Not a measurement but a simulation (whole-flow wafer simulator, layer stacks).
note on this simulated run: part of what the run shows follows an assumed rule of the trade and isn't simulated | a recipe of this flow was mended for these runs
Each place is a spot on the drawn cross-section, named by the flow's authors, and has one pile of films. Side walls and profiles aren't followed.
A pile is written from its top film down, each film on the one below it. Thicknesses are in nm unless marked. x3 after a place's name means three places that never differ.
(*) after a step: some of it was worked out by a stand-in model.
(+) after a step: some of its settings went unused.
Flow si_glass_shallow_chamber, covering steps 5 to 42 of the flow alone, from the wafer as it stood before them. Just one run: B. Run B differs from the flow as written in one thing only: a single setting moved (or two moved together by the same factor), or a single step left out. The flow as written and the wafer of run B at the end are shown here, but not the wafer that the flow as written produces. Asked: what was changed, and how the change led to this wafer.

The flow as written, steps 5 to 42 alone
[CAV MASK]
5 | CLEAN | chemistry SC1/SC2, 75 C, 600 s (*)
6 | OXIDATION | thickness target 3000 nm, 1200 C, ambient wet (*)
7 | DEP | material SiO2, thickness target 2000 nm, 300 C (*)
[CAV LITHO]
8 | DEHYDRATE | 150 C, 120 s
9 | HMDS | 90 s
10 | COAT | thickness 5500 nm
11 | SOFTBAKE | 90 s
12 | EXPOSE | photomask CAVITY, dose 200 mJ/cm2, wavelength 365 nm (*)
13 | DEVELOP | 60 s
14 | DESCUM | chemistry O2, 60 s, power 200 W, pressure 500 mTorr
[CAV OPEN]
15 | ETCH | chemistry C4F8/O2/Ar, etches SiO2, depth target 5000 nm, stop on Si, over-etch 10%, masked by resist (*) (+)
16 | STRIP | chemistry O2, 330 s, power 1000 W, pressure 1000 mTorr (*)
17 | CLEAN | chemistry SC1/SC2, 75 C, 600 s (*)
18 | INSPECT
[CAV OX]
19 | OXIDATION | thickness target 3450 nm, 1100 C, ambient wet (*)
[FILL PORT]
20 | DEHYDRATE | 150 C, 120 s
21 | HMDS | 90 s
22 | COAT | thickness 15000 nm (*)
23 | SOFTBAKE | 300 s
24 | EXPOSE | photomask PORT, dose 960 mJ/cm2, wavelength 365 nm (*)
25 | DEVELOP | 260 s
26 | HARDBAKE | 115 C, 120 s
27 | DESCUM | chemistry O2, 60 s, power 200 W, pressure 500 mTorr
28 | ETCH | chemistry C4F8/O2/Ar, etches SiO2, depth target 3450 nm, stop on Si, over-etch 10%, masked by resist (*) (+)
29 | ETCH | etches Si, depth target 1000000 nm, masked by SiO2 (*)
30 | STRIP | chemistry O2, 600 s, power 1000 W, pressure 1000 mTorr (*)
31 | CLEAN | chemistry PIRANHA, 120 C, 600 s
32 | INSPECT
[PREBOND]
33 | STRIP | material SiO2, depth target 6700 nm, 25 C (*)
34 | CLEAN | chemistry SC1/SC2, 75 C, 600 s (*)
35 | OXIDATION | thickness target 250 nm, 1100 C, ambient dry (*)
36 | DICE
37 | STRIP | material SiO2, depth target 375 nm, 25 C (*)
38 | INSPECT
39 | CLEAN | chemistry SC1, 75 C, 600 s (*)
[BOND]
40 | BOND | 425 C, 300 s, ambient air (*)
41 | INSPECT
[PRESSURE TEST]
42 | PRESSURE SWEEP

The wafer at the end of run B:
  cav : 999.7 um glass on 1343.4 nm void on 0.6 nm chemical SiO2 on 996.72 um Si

Cause: step 15, ETCH: depth target 6800 nm was run, though the flow has depth target 5000 nm.

How this came from the change, step by step:
  15 | ETCH | chemistry C4F8/O2/Ar, etches SiO2, depth target 5000 nm, stop on Si, over-etch 10%, masked by resist (*) (+)
      cav, port: SiO2 loses 5000 (all of it), Si loses 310 (in the flow as written it would be: SiO2 loses 5000 (all of it), Si loses 62.5)
  22 | COAT | thickness 15000 nm (*)
      rim: thick-i-line-resist gains 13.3 um (new film) (in the flow as written it would be: thick-i-line-resist gains 13.4 um (new film))
      ramp: thick-i-line-resist gains 12.76 um (new film) (in the flow as written it would be: thick-i-line-resist gains 12.89 um (new film))
      (also at 3 further places)
  23 | SOFTBAKE | 300 s
      rim: thick-i-line-resist loses 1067 (in the flow as written it would be: thick-i-line-resist loses 997)
      ramp: thick-i-line-resist loses 524.3 (in the flow as written it would be: thick-i-line-resist loses 487.1)
      (also at 4 further places)
  25 | DEVELOP | 260 s
      port: thick-i-line-resist loses 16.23 um (all of it) (in the flow as written it would be: thick-i-line-resist loses 16.16 um (all of it))
  26 | HARDBAKE | 115 C, 120 s
      rim, ramp: thick-i-line-resist loses 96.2 (in the flow as written it would be: thick-i-line-resist loses 98.2)
  29 | ETCH | etches Si, depth target 1000000 nm, masked by SiO2 (*)
      rim, ramp: thick-i-line-resist loses 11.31 um (all of it), SiO2 loses 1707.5 (in the flow as written it would be: thick-i-line-resist loses 11.47 um (all of it), SiO2 loses 1617.3)
      port: hole gains 996.8 um (new film), Si loses 996.8 um (all of it) (in the flow as written it would be: hole gains 997.05 um (new film), Si loses 997.05 um (all of it))
      (also at 2 further places)
  30 | STRIP | chemistry O2, 600 s, power 1000 W, pressure 1000 mTorr (*)
      cav: thick-i-line-resist loses 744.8 (all of it) (in the flow as written it would be: thick-i-line-resist loses 669.6 (all of it))
  33 | STRIP | material SiO2, depth target 6700 nm, 25 C (*)
      rim, ramp: SiO2 loses 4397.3 (all of it) (in the flow as written it would be: SiO2 loses 4487.5 (all of it))
  40 | BOND | 425 C, 300 s, ambient air (*)
      cav: glass gains 999.7 um (new film), void gains 1343.4 (new film) (in the flow as written it would be: glass gains 999.7 um (new film), void gains 1095.9 (new film))
      port: glass gains 999.7 um (new film), hole gains 1264.8 (in the flow as written it would be: glass gains 999.7 um (new film), hole gains 1017.3)
